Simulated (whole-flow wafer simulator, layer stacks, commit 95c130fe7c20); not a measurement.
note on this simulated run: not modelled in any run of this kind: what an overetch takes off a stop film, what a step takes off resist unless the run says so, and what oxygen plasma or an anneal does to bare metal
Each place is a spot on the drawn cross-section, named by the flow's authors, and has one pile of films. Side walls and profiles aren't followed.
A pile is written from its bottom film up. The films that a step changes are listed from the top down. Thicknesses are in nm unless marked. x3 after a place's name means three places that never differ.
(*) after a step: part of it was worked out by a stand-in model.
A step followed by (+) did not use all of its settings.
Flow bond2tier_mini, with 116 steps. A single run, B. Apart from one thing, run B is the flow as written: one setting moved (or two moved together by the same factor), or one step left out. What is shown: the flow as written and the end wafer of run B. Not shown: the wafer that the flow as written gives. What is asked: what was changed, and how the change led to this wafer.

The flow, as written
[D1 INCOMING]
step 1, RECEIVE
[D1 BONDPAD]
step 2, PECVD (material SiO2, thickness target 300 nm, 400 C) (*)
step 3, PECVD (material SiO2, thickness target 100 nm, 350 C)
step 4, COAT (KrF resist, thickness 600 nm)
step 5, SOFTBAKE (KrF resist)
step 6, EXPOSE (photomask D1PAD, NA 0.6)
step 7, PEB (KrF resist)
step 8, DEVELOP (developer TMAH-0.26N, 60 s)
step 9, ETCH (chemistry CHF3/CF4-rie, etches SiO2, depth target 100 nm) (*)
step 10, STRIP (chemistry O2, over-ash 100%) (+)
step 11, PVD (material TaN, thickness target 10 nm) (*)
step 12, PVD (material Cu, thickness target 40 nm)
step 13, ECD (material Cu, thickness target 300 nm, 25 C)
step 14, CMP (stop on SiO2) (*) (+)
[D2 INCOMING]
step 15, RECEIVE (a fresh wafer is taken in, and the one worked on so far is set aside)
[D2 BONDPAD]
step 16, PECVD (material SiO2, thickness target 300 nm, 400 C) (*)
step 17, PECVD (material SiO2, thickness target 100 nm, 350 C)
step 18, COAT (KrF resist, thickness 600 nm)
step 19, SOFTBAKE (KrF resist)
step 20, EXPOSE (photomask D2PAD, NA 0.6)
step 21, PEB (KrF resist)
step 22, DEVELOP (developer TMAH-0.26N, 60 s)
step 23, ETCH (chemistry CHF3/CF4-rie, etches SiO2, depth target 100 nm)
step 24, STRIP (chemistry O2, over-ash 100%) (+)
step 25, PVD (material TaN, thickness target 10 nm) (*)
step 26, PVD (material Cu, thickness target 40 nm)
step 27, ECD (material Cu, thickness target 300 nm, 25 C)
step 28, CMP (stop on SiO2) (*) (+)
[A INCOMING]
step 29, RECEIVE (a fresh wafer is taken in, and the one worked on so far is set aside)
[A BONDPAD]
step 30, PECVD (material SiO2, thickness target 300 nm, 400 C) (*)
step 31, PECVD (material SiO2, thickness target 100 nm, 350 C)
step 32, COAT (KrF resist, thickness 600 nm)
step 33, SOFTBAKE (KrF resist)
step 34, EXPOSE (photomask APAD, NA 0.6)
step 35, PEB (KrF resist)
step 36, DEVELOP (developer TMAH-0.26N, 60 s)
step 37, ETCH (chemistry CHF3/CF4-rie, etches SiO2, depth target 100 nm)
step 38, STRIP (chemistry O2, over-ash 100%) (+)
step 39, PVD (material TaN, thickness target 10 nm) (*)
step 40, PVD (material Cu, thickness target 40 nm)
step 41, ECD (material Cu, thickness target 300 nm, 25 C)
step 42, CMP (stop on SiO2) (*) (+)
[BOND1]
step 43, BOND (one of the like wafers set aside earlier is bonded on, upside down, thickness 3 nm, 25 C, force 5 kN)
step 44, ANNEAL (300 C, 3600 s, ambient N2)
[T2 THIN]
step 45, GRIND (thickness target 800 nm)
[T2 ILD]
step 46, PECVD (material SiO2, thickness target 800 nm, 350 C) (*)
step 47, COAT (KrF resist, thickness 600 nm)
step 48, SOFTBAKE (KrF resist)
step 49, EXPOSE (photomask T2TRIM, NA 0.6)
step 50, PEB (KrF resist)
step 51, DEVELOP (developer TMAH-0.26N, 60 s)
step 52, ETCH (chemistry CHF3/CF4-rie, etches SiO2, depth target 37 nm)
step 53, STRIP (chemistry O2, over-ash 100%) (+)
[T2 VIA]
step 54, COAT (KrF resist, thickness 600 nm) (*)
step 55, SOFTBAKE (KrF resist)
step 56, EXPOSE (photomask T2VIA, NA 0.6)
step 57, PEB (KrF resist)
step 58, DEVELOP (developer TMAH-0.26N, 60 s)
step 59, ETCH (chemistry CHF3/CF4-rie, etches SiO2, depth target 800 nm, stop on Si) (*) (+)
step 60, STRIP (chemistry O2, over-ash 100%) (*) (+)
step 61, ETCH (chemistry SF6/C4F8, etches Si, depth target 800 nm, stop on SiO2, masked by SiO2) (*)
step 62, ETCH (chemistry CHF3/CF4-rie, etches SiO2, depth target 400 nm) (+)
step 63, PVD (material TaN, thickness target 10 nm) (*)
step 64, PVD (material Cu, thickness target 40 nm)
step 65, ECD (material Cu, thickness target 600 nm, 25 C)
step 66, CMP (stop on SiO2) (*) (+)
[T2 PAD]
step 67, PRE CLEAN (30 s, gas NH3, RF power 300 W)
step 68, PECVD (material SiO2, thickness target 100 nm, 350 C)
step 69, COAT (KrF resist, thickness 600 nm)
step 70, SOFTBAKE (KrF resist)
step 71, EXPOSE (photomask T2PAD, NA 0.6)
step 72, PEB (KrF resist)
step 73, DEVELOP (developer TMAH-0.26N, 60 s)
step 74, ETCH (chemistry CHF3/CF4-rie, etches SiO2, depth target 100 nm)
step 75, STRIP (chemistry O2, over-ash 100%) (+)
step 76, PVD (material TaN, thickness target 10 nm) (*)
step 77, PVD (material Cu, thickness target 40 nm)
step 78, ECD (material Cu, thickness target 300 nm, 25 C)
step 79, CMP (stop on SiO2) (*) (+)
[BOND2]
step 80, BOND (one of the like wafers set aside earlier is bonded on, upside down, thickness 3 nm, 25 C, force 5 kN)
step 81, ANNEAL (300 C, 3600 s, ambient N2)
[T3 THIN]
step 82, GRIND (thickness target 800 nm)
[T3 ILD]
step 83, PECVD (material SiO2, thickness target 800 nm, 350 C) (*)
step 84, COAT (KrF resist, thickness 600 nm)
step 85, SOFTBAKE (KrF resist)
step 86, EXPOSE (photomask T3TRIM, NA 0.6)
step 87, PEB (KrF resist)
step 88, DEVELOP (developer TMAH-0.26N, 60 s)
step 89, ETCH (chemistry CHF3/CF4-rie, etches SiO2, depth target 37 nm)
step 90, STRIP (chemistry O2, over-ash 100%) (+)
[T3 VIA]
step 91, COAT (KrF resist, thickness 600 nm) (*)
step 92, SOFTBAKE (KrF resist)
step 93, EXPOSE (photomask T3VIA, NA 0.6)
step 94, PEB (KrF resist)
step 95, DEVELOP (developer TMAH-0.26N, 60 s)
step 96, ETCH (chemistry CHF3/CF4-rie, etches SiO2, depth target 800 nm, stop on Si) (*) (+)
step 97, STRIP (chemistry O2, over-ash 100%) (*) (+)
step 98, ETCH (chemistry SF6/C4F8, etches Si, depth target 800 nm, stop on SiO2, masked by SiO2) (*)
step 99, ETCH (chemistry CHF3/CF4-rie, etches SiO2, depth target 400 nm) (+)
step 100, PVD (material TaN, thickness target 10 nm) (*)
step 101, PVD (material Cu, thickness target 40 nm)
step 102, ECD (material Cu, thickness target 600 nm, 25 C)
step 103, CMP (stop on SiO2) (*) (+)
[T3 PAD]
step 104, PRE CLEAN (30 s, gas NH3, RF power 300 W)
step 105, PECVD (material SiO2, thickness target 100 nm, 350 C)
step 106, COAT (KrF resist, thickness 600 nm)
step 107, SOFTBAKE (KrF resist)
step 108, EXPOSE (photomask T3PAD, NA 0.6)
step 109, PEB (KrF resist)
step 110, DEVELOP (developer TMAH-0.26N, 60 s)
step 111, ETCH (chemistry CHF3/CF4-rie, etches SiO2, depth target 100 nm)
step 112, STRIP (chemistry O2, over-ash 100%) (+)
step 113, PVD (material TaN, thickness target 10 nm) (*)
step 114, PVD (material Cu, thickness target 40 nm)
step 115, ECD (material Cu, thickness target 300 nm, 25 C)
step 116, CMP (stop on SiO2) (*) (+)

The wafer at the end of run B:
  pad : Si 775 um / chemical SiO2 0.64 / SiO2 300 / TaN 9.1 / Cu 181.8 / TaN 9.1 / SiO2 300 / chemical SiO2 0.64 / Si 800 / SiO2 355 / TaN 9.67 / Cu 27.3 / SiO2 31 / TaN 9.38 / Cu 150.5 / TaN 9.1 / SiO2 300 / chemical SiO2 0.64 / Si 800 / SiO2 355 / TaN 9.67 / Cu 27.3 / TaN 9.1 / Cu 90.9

The reason: step 74, ETCH: depth target 69 nm was run, whereas the flow has depth target 100 nm.

The path from the change to this, step by step:
  step 74, ETCH (chemistry CHF3/CF4-rie, etches SiO2, depth target 100 nm)
      pad: SiO2 loses 69 (in the flow as written it would be: SiO2 loses 100 (all of it))
      field: KrF resist loses 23 (in the flow as written it would be: KrF resist loses 33.3)
  step 77, PVD (material Cu, thickness target 40 nm)
      pad: Cu gains 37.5 (new film) (in the flow as written it would be: Cu gains 36.4 (new film))
  step 78, ECD (material Cu, thickness target 300 nm, 25 C)
      pad: Cu gains 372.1 (in the flow as written it would be: Cu gains 404.5)
If metal films that touch count as one body, pad has 4 bodies (between them, from the top down: SiO2 355 / Si 800 / chemical SiO2 0.64 / SiO2 300; SiO2 31; SiO2 355 / Si 800 / chemical SiO2 0.64 / SiO2 300); the flow as written gives 3 bodies (between them, from the top down: SiO2 355 / Si 800 / chemical SiO2 0.64 / SiO2 300; SiO2 355 / Si 800 / chemical SiO2 0.64 / SiO2 300).
